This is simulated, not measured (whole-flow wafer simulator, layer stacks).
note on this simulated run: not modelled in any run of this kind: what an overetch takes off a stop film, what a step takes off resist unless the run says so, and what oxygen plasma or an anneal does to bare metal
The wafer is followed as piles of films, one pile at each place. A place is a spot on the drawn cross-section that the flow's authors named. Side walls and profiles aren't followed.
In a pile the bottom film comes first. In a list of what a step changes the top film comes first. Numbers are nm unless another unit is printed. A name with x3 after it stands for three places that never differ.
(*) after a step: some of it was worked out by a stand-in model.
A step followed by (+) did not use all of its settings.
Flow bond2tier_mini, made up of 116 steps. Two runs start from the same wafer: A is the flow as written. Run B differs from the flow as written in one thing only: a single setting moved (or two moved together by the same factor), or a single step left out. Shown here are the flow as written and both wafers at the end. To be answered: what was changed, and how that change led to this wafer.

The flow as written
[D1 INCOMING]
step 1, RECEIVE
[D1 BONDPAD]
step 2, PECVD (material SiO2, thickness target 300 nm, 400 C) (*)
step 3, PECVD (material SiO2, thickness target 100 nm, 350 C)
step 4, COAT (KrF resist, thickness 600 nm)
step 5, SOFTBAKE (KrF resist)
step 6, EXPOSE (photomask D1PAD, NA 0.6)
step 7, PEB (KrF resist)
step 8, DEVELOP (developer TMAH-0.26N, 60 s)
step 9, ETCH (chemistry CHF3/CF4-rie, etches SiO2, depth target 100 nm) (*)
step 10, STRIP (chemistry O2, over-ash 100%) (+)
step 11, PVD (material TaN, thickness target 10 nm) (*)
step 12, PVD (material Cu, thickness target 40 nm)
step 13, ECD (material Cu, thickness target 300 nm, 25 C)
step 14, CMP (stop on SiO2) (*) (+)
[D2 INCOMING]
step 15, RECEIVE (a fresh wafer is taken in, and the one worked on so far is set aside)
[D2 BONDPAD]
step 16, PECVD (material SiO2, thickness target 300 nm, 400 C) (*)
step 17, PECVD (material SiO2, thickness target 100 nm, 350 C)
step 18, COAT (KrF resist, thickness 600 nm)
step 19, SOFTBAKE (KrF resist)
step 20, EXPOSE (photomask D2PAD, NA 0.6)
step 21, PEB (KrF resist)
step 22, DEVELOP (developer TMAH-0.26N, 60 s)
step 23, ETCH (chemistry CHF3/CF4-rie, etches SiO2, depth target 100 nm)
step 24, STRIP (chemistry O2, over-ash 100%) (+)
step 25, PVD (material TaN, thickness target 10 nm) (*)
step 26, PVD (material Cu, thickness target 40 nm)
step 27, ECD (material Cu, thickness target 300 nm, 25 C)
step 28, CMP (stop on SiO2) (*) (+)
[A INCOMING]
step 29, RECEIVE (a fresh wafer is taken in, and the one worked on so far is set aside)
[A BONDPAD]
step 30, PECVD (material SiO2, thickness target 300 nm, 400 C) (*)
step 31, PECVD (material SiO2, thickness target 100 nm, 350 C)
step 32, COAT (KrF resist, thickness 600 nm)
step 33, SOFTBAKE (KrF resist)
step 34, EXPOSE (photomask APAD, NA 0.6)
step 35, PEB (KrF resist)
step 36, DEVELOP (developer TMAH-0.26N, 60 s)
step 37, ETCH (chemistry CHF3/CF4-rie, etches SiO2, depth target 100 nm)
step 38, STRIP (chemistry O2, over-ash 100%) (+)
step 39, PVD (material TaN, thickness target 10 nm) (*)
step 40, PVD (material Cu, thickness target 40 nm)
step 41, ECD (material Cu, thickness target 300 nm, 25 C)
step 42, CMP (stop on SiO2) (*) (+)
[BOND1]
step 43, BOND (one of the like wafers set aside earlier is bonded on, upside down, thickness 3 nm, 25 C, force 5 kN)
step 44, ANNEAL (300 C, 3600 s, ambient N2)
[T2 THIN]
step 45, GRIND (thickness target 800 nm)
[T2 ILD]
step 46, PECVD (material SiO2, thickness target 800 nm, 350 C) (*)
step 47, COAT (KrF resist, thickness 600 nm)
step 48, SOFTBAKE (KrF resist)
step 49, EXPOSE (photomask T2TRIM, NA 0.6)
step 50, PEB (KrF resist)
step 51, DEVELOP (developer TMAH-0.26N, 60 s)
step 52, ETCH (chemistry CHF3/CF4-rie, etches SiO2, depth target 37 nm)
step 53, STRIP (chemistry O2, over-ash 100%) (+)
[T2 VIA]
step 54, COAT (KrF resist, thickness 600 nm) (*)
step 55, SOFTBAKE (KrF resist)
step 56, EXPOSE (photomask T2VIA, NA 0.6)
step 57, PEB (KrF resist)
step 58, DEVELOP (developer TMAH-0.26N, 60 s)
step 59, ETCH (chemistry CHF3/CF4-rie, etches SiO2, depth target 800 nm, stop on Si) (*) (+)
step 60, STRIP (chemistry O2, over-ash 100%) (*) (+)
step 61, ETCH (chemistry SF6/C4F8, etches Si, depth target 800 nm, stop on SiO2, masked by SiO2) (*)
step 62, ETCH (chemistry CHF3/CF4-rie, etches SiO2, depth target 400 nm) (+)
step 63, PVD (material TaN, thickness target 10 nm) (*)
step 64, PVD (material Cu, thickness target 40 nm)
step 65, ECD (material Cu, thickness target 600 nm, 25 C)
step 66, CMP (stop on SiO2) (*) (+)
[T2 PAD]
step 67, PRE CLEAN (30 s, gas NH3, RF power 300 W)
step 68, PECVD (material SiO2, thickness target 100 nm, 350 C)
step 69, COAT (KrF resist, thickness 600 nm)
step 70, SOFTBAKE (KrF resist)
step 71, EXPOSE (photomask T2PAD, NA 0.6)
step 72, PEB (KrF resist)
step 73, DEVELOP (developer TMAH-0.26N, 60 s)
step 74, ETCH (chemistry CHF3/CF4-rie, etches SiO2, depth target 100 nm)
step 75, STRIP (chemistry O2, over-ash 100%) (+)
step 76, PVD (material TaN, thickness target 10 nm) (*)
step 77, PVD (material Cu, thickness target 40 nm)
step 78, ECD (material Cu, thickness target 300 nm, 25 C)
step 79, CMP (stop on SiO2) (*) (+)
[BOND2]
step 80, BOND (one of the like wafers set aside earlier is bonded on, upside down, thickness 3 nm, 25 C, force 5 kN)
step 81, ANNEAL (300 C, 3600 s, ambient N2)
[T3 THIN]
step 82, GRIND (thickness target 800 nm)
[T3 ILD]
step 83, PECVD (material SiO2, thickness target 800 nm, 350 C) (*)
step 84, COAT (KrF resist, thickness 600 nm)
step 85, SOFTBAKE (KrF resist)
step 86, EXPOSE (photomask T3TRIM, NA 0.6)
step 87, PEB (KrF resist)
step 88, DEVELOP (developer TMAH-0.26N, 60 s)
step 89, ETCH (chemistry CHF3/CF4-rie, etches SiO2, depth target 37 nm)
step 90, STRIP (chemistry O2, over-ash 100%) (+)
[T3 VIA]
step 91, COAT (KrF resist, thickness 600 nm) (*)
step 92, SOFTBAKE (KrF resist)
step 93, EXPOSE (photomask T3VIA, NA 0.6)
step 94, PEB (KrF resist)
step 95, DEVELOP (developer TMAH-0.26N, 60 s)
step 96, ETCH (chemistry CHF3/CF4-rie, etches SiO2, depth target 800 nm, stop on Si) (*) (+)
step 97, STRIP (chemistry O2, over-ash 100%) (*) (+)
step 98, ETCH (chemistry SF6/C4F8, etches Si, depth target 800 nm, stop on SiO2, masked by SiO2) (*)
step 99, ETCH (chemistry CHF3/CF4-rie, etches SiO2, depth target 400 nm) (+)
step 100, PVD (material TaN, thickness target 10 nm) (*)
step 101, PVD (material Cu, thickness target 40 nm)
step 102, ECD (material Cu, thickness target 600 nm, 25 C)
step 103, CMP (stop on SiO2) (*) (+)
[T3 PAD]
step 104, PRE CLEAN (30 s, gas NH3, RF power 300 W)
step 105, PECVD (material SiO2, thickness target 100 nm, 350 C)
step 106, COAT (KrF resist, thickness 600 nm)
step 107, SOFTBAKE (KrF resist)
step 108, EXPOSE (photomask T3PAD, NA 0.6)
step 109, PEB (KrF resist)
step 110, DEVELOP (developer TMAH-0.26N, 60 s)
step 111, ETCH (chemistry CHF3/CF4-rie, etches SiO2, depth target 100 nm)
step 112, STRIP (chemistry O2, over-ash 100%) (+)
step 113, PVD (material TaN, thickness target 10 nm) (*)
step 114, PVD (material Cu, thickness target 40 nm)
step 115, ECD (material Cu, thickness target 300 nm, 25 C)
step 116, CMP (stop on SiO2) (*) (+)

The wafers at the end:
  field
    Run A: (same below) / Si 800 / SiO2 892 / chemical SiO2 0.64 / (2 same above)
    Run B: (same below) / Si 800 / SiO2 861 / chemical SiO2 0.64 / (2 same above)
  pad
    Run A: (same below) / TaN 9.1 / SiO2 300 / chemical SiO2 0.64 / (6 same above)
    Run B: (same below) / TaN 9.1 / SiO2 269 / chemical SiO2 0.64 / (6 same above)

Cause: step 17, PECVD: thickness target 69 nm was run, though the flow has thickness target 100 nm.

How this came from the change, step by step:
  step 17, PECVD (material SiO2, thickness target 100 nm, 350 C)
      field, pad, via: A SiO2 gains 100 | B SiO2 gains 69
  step 80, BOND (one of the like wafers set aside earlier is bonded on, upside down, thickness 3 nm, 25 C, force 5 kN)
      field: A Si gains 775 um (new film), chemical SiO2 gains 0.64 (new film), SiO2 gains 400 | B Si gains 775 um (new film), chemical SiO2 gains 0.64 (new film), SiO2 gains 369
      pad: A Si gains 775 um (new film), chemical SiO2 gains 0.64 (new film), SiO2 gains 300 (new film), TaN gains 9.1 (new film), Cu gains 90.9 | B Si gains 775 um (new film), chemical SiO2 gains 0.64 (new film), SiO2 gains 269 (new film), TaN gains 9.1 (new film), Cu gains 90.9
